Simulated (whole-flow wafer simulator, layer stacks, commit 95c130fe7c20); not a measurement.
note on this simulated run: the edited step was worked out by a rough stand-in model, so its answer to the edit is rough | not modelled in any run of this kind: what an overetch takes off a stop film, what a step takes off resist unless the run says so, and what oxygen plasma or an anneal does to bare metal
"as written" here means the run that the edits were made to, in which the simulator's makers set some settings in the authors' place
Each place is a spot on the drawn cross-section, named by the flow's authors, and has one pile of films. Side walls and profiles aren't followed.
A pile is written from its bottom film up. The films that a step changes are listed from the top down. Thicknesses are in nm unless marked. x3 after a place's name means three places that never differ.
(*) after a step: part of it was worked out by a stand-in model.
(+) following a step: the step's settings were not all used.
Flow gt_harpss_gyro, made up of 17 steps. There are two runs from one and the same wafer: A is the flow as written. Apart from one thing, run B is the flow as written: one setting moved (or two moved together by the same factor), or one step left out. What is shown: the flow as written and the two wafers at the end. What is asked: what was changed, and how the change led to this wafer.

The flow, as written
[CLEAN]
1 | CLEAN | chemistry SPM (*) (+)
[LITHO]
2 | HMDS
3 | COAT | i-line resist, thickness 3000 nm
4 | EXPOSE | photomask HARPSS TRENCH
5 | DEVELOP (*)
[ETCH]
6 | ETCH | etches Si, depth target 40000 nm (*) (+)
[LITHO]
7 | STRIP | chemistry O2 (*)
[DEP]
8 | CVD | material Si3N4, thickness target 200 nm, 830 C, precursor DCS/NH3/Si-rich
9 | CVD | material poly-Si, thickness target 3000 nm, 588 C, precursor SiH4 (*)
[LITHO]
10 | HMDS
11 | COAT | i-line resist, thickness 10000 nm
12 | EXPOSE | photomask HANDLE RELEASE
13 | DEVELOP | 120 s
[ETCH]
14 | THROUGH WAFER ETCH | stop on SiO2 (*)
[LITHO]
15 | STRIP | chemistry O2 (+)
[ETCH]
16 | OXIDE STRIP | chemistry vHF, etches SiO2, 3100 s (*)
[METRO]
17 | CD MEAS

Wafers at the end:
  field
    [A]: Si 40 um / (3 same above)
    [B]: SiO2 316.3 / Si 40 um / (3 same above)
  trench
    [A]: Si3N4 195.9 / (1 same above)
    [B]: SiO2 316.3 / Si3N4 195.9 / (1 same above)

What caused this: step 16, OXIDE STRIP: 2170 s was run, whereas the flow has 3100 s.

The path from the change to this, step by step:
  16 | OXIDE STRIP | chemistry vHF, etches SiO2, 3100 s (*)
      field: A under 4 films: -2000 SiO2 (all of it) | B under 4 films: -1683.7 SiO2
      trench: A under 2 films: -2000 SiO2 (all of it) | B under 2 films: -1683.7 SiO2
